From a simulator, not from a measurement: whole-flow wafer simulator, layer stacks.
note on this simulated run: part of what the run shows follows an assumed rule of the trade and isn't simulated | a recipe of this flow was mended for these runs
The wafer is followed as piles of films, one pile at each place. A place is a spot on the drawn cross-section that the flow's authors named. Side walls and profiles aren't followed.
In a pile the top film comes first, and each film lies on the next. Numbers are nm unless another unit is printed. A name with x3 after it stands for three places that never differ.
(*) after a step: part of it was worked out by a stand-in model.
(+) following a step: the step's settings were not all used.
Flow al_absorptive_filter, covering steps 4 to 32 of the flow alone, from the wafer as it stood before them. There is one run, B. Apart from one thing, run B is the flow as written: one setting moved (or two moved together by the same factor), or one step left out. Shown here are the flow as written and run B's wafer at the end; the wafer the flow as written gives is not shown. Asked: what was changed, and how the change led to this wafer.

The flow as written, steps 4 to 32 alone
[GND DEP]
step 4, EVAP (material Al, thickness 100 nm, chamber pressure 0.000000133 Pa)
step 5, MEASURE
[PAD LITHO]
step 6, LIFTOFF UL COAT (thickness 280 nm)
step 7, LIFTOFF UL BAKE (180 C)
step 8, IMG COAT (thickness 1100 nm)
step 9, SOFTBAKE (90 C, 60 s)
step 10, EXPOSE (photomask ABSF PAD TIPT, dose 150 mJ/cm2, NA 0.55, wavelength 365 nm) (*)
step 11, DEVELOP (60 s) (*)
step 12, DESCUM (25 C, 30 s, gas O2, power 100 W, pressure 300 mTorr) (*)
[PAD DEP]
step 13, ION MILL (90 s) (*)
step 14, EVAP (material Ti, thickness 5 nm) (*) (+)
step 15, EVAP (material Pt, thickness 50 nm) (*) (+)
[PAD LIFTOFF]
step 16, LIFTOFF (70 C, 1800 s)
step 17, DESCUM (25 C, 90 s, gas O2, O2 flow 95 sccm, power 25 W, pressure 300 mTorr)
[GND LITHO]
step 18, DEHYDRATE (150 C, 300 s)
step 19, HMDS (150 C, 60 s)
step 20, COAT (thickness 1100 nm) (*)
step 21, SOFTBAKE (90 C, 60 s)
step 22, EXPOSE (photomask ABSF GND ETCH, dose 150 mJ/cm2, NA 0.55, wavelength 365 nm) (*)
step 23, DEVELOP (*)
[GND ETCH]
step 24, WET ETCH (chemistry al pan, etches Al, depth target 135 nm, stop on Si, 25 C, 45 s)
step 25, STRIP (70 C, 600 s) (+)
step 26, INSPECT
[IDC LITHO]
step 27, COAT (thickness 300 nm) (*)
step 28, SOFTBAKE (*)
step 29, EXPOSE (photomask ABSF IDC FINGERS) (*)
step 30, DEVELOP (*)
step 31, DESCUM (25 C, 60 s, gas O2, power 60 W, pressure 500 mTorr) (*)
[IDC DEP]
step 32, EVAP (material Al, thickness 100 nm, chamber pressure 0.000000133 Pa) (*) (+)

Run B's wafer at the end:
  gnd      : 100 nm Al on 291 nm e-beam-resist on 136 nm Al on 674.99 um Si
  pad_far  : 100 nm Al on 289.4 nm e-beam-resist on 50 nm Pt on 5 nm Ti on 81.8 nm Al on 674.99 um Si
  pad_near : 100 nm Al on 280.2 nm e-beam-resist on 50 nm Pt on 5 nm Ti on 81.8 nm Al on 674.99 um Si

The reason: step 4, EVAP: thickness 136 nm was run, whereas the flow has thickness 100 nm; step 13, ION MILL: 122 s was run, where the flow has 90 s.
The wafer itself shows it: gnd has Al 136, and step 4 as written asks for 100 nm.

How this came from the change, step by step:
  step 4, EVAP (material Al, thickness 100 nm, chamber pressure 0.000000133 Pa)
      gnd, pad_far, pad_near and 11 more: +136 Al (new film) (in the flow as written it would be: +100 Al (new film))
  step 13, ION MILL (90 s) (*)
      gnd, ledge, res, xa_field x4, xl_gap, xl_turn, idc_field x2, idc_line: -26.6 i-line-resist (in the flow as written it would be: -19.6 i-line-resist)
      pad_far, pad_near: -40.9 Al (in the flow as written it would be: -30.2 Al)
  step 24, WET ETCH (chemistry al pan, etches Al, depth target 135 nm, stop on Si, 25 C, 45 s)
      res, xl_gap, idc_field x2, idc_line: -122.7 Al (all of it) (in the flow as written it would be: -86.7 Al (all of it))
  step 27, COAT (thickness 300 nm) (*)
      ledge: +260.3 e-beam-resist (new film) (in the flow as written it would be: +274.4 e-beam-resist (new film))
      res: +365.2 e-beam-resist (new film) (in the flow as written it would be: +349.6 e-beam-resist (new film))
      (and at 1 other place as well)
